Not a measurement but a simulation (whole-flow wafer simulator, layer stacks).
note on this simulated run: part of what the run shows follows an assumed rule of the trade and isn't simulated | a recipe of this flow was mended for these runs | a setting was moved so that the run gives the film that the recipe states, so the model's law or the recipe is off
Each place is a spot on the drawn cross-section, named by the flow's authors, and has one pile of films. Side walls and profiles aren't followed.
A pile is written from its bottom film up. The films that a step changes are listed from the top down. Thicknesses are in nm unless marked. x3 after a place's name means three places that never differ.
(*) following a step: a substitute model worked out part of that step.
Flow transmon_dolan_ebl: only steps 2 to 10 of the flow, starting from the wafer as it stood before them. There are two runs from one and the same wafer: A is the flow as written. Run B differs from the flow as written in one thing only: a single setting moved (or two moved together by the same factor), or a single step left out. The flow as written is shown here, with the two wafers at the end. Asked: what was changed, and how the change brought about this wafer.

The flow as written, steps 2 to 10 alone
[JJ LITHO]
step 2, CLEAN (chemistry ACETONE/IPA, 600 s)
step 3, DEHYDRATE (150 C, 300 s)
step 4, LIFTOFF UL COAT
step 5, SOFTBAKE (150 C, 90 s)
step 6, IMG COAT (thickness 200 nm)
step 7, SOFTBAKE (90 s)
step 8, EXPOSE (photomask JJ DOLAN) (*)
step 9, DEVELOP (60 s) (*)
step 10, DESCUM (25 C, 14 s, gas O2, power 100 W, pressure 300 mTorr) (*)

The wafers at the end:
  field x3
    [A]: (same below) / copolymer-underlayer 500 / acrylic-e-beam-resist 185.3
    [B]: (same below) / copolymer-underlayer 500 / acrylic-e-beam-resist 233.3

Cause: step 6, IMG COAT: thickness 248 nm was run, though the flow has thickness 200 nm.

Step by step, how the change led to this:
  step 6, IMG COAT (thickness 200 nm)
      field x3, jj_line: A acrylic-e-beam-resist gains 200 (new film) | B acrylic-e-beam-resist gains 248 (new film)
  step 9, DEVELOP (60 s) (*)
      jj_line: A acrylic-e-beam-resist loses 200 (all of it), copolymer-underlayer loses 500 (all of it) | B acrylic-e-beam-resist loses 248 (all of it), copolymer-underlayer loses 500 (all of it)
